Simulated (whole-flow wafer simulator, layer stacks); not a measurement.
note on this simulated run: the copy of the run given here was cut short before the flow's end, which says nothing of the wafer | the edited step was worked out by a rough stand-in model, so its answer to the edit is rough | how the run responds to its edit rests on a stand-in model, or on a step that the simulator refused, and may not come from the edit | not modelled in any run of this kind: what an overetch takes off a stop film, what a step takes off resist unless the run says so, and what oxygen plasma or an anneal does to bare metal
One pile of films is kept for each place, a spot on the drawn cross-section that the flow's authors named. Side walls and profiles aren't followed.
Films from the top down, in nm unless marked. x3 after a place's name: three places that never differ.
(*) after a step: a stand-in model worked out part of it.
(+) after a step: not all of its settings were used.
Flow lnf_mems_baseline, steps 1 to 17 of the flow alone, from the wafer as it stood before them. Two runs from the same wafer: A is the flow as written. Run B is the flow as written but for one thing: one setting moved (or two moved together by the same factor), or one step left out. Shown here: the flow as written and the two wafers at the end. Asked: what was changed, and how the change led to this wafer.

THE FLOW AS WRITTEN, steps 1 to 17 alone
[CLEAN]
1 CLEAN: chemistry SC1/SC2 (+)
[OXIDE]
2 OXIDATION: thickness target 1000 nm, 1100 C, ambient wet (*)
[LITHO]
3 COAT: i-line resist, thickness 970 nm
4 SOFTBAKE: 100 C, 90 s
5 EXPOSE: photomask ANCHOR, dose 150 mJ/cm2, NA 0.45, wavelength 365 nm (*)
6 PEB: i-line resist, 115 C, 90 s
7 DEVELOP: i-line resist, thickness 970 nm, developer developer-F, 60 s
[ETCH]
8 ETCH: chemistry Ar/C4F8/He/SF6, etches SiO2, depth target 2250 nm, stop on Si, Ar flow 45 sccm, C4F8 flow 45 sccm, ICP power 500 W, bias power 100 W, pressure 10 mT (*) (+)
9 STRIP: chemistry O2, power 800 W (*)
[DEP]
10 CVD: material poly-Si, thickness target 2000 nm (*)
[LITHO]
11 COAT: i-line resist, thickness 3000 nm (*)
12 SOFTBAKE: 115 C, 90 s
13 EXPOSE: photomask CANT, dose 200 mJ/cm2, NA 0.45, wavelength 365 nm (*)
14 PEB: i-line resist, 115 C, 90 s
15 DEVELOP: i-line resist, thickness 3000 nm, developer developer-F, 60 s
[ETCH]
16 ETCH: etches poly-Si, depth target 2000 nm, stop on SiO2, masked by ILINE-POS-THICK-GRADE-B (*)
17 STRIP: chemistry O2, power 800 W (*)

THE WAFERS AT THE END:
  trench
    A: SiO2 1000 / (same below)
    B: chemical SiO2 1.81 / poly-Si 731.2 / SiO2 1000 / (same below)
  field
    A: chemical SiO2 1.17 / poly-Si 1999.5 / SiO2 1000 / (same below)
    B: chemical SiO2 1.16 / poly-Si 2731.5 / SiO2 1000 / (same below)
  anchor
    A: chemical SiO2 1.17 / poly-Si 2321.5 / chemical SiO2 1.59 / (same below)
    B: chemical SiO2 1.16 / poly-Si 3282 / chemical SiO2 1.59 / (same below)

The cause: step 10, CVD: thickness target 2732 nm was run, where the flow has thickness target 2000 nm.

How the change led to this, step by step:
  10 CVD: material poly-Si, thickness target 2000 nm (*)
      field, beam, trench, char_slit: A poly-Si +2000 (new film) | B poly-Si +2732 (new film)
      anchor: A poly-Si +2322 (new film) | B poly-Si +3282.5 (new film)
  11 COAT: i-line resist, thickness 3000 nm (*)
      anchor: A i-line resist +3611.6 (new film) | B i-line resist +3396.2 (new film)
  12 SOFTBAKE: 115 C, 90 s
      field: A i-line resist -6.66 | B i-line resist -5.46
      anchor: A i-line resist +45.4 | B i-line resist +36.1
      (and at 2 more places)
  14 PEB: i-line resist, 115 C, 90 s
      anchor: A i-line resist -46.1 | B i-line resist -42.1
  16 ETCH: etches poly-Si, depth target 2000 nm, stop on SiO2, masked by ILINE-POS-THICK-GRADE-B (*)
      trench, char_slit: A poly-Si -2000 (all of it) | B poly-Si -2000
  17 STRIP: chemistry O2, power 800 W (*)
      trench, char_slit: A nothing | B chemical SiO2 +1.81 (new film), poly-Si -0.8
      anchor: A chemical SiO2 +1.17 (new film), i-line resist -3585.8 (all of it), poly-Si -0.52 | B chemical SiO2 +1.16 (new film), i-line resist -3365.1 (all of it), poly-Si -0.51
